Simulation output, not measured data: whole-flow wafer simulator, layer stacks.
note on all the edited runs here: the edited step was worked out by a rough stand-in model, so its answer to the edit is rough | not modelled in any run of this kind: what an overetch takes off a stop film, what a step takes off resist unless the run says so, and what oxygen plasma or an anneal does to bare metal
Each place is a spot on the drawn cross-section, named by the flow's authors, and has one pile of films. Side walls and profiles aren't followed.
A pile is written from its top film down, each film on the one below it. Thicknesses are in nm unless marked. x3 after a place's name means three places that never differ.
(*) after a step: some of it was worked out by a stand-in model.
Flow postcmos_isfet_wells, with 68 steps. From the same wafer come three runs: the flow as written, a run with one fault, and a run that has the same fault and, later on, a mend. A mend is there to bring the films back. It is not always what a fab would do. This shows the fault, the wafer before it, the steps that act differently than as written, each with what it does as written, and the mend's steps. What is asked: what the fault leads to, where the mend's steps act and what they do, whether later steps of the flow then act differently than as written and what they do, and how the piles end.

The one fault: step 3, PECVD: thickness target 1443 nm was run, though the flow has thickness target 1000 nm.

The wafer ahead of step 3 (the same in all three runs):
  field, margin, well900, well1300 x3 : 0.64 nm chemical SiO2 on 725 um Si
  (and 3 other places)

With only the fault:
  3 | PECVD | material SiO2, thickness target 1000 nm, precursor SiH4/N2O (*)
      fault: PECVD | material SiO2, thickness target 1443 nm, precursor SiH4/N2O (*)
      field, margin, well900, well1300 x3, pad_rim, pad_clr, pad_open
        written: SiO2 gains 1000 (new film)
        fault: SiO2 gains 1443 (new film)
  Every later step of the flow that is run acts as written at every place that is followed.
  At field, margin, well900, well1300 x3, pad_rim, pad_clr, pad_open, the piles at the end differ from the flow's by more than 2% or 0.5 nm, whichever is larger.
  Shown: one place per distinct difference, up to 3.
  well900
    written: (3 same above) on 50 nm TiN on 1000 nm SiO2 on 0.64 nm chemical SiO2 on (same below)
    fault: (3 same above) on 50 nm TiN on 1443 nm SiO2 on 0.64 nm chemical SiO2 on (same below)
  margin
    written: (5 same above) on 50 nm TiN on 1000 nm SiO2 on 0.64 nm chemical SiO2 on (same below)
    fault: (5 same above) on 50 nm TiN on 1443 nm SiO2 on 0.64 nm chemical SiO2 on (same below)
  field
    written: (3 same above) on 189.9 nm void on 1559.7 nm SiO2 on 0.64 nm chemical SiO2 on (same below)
    fault: (3 same above) on 189.9 nm void on 2002.7 nm SiO2 on 0.64 nm chemical SiO2 on (same below)

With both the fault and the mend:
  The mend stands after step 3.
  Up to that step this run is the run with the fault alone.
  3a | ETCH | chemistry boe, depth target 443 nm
      field, margin, well900, well1300 x3, pad_rim, pad_clr, pad_open
        SiO2 loses 443
  Every later step of the flow that is run acts as written at every place that is followed.
  The piles end the same as the flow's at every place that both follow.
